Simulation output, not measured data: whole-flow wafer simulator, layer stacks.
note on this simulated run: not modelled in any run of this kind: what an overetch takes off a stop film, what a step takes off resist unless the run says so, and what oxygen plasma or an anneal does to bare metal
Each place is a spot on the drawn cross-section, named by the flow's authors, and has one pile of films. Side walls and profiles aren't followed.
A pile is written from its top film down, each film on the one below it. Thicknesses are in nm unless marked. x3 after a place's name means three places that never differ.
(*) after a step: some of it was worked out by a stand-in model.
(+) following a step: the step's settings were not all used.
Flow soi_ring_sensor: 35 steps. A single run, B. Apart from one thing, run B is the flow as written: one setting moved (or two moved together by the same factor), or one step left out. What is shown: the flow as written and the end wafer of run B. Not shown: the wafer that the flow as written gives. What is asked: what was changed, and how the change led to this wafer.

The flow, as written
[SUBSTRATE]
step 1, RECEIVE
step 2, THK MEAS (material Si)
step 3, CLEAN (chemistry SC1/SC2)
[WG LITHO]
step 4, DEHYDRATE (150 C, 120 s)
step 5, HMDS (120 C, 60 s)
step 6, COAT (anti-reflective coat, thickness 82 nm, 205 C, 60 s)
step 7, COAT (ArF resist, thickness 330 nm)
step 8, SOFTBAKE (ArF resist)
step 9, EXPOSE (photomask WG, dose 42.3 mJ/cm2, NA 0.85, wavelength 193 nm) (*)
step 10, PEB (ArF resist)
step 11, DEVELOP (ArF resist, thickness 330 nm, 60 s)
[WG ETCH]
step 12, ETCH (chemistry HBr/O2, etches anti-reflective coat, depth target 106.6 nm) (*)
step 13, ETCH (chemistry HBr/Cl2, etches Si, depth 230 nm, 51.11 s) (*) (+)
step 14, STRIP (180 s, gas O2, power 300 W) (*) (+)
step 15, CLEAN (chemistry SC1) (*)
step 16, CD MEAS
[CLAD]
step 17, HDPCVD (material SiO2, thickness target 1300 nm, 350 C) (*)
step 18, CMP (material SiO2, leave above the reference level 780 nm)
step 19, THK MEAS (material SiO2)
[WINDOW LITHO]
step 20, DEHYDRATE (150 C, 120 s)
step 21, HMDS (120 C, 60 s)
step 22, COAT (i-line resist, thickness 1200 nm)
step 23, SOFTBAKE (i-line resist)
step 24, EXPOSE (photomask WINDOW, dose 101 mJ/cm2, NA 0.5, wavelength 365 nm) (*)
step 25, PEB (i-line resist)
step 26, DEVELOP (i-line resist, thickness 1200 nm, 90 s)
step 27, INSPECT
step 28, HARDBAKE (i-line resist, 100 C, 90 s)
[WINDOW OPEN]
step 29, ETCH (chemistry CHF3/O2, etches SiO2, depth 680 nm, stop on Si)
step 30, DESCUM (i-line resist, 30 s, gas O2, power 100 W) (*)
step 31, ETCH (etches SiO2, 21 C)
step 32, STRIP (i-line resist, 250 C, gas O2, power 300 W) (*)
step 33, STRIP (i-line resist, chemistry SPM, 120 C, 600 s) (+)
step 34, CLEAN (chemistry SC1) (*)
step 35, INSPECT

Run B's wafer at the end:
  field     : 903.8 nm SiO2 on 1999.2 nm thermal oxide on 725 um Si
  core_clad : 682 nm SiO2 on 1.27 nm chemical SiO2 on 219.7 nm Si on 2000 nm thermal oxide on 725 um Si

Cause: step 18, CMP: leave above the reference level 682 nm was run, whereas the flow has leave above the reference level 780 nm.
One can read it off the wafer: core_clad has SiO2 682, and step 18 as written asks for 780 nm.

Step by step, how the change led to this:
  step 18, CMP (material SiO2, leave above the reference level 780 nm)
      gap, window, field, gap_clad: -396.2 SiO2 (in the flow as written it would be: -298.2 SiO2)
      core, core_clad: -618 SiO2 (in the flow as written it would be: -520 SiO2)
  step 31, ETCH (etches SiO2, 21 C)
      core: -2 SiO2 (all of it), -1.27 chemical SiO2 (all of it) (in the flow as written it would be: -100 SiO2 (all of it), -1.27 chemical SiO2 (all of it))
